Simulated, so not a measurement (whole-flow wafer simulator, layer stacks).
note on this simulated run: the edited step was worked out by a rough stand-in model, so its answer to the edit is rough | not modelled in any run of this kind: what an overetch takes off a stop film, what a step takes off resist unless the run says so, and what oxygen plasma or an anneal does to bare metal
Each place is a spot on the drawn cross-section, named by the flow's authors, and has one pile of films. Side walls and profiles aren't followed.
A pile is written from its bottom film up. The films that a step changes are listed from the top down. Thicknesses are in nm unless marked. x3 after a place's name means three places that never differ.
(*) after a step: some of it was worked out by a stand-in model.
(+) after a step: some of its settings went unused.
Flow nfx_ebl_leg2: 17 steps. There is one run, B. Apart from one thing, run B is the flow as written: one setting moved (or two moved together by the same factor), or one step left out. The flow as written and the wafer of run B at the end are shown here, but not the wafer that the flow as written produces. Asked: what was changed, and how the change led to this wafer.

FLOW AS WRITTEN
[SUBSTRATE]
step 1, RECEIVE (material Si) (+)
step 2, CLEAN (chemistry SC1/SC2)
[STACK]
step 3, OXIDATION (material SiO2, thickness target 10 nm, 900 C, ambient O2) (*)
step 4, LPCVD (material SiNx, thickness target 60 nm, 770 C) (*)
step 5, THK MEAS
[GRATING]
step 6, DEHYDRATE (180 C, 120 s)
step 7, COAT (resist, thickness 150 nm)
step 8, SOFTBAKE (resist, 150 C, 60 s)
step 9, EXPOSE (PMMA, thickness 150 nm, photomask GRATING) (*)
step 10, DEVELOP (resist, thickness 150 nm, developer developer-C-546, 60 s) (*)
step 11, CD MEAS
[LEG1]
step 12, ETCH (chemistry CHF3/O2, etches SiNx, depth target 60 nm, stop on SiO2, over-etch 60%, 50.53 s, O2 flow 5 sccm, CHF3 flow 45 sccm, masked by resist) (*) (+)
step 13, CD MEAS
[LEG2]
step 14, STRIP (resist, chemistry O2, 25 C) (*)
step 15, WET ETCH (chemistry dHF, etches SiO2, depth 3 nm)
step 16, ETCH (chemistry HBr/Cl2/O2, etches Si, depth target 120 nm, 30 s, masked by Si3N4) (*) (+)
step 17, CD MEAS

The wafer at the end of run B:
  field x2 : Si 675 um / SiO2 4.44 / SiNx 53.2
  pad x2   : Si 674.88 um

The reason: step 3, OXIDATION: 810 C was run, while the flow as written has 900 C.

How this came from the change, step by step:
  step 3, OXIDATION (material SiO2, thickness target 10 nm, 900 C, ambient O2) (*)
      field x2, pad x2: SiO2 gains 4.44 (new film), chemical SiO2 loses 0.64 (all of it), Si loses 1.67 (in the flow as written it would be: SiO2 gains 10 (new film), chemical SiO2 loses 0.64 (all of it), Si loses 4.12)
  step 12, ETCH (chemistry CHF3/O2, etches SiNx, depth target 60 nm, stop on SiO2, over-etch 60%, 50.53 s, O2 flow 5 sccm, CHF3 flow 45 sccm, masked by resist) (*) (+)
      pad x2: SiNx loses 60 (all of it), SiO2 loses 4.44 (all of it) (in the flow as written it would be: SiNx loses 60 (all of it), SiO2 loses 10 (all of it))
